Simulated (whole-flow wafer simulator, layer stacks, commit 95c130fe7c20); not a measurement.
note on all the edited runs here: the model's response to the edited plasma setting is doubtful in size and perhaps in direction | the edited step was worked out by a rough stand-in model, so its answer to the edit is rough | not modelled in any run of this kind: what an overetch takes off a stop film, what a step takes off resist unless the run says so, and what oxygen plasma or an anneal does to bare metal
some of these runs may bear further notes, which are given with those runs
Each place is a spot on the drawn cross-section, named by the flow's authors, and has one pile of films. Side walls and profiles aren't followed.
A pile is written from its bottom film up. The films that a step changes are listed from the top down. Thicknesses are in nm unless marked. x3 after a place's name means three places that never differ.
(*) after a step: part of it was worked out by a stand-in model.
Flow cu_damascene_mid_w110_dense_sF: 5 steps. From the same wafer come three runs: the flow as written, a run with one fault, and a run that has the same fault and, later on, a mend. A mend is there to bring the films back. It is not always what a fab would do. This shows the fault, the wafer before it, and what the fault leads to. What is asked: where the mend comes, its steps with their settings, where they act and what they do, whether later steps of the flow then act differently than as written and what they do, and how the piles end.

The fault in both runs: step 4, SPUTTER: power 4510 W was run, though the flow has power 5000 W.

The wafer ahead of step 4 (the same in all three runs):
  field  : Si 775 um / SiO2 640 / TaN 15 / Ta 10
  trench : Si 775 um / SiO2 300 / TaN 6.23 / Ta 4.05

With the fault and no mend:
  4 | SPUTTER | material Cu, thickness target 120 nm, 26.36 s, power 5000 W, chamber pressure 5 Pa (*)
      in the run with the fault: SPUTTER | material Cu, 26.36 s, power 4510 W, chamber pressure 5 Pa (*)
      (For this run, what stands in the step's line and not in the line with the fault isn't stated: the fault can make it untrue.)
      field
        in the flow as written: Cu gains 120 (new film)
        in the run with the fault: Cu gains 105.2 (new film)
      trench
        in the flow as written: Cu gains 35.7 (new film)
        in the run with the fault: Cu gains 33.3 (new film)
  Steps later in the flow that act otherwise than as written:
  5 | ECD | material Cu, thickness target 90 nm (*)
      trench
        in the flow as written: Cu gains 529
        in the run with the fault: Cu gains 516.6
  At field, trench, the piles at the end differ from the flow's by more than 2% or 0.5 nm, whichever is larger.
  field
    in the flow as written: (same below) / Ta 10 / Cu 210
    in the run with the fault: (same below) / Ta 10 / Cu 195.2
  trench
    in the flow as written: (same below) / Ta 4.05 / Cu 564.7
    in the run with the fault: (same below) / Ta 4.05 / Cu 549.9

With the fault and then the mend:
  After step 4 comes the mend.
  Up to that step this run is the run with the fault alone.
  4a | SPUTTER | material Cu, 4.337 s, power 5000 W, chamber pressure 5 Pa (*) (the flow's step 4, run once more with other settings)
      field
        Cu gains 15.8
      trench
        Cu gains 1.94
  Every later step of the flow that is run acts as written, at every place that is followed, to within 2% or 0.5 nm, whichever is larger.
  At the end the piles are close to the flow's at the places that both follow, differing by at most 2% or 0.5 nm, whichever is larger.
